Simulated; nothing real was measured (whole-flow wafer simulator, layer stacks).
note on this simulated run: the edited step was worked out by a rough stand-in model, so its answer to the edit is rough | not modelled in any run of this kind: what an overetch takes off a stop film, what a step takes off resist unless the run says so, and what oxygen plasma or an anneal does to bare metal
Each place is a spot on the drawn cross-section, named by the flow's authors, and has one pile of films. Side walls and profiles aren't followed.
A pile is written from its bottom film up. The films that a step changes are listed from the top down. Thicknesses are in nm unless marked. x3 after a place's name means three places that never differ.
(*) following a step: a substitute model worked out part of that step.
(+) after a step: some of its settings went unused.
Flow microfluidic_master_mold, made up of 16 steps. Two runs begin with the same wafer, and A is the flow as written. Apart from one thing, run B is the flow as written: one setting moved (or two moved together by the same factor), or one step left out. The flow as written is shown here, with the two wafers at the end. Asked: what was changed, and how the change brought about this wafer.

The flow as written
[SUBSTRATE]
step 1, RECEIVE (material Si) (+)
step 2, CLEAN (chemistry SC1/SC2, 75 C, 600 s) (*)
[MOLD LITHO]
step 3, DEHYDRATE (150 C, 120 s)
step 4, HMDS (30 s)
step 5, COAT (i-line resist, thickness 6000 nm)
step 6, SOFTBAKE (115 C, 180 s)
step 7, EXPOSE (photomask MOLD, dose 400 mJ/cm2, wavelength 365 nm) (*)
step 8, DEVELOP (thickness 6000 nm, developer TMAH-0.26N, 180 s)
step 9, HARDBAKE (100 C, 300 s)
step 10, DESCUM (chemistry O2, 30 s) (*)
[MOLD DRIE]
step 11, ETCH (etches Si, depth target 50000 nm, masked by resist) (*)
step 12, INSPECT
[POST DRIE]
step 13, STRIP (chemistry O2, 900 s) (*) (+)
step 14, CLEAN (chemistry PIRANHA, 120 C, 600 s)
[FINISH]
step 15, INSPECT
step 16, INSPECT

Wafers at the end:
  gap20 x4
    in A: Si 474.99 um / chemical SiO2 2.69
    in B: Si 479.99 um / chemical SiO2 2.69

The reason: step 11, ETCH: depth target 45000 nm was run, while the flow as written has depth target 50000 nm.

The path from the change to this, step by step:
  step 11, ETCH (etches Si, depth target 50000 nm, masked by resist) (*)
      gap20 x4: A chemical SiO2 loses 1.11 (all of it), Si loses 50 um | B chemical SiO2 loses 1.11 (all of it), Si loses 45 um
      ridge: A i-line resist loses 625 | B i-line resist loses 562.5
